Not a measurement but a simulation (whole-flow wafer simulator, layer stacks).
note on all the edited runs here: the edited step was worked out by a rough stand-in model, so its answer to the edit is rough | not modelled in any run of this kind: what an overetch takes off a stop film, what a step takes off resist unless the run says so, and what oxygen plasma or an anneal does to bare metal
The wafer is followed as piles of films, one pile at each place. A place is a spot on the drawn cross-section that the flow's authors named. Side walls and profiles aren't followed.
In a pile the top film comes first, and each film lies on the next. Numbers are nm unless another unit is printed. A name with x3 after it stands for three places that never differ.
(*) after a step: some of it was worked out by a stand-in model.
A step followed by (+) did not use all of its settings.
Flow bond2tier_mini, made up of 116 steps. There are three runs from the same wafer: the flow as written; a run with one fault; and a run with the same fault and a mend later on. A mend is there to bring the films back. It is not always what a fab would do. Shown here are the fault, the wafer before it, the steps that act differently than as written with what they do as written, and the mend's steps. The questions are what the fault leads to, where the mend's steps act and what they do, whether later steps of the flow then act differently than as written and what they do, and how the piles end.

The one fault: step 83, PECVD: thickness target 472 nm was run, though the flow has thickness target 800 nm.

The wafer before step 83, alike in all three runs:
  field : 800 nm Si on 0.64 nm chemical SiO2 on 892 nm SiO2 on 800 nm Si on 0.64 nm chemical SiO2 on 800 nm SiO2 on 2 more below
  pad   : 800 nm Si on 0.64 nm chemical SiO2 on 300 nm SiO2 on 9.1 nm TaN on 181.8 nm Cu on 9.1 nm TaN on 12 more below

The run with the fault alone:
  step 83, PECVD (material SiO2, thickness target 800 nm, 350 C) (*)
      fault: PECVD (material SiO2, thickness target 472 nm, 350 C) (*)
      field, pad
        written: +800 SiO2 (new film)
        fault: +472 SiO2 (new film)
  Later steps of the flow acting differently than as written:
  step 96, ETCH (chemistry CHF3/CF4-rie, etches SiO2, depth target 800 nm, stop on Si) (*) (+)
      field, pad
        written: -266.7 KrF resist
        fault: -217.5 KrF resist
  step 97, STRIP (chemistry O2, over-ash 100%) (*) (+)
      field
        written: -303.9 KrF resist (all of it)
        fault: -353.1 KrF resist (all of it)
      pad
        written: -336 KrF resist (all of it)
        fault: -385.1 KrF resist (all of it)
  At field, pad, the piles at the end differ from the flow's by more than 2% or 0.5 nm, whichever is larger.
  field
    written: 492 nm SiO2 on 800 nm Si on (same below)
    fault: 164 nm SiO2 on 800 nm Si on (same below)
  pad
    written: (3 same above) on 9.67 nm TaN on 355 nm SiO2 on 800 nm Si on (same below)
    fault: (3 same above) on 9.67 nm TaN on 27 nm SiO2 on 800 nm Si on (same below)

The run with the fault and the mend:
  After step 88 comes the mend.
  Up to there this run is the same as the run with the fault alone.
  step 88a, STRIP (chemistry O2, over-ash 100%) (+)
      field
        -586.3 KrF resist (all of it)
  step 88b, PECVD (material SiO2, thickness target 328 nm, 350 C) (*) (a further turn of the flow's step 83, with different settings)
      field, pad
        +328 SiO2
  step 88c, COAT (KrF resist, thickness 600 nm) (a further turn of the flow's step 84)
      field, pad
        +600 KrF resist (new film)
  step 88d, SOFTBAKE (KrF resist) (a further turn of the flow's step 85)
      does not change any film at any place that is followed
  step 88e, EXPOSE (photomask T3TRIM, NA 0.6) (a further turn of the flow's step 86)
      does not change any film at any place that is followed
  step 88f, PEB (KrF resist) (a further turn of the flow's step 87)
      does not change any film at any place that is followed
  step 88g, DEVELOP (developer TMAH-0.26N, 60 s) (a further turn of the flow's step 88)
      field
        -13.7 KrF resist
      pad
        -600 KrF resist (all of it)
  Later steps of the flow that are run all act as written at every place that is followed.
  The piles end the same as the flow's at every place that both follow.
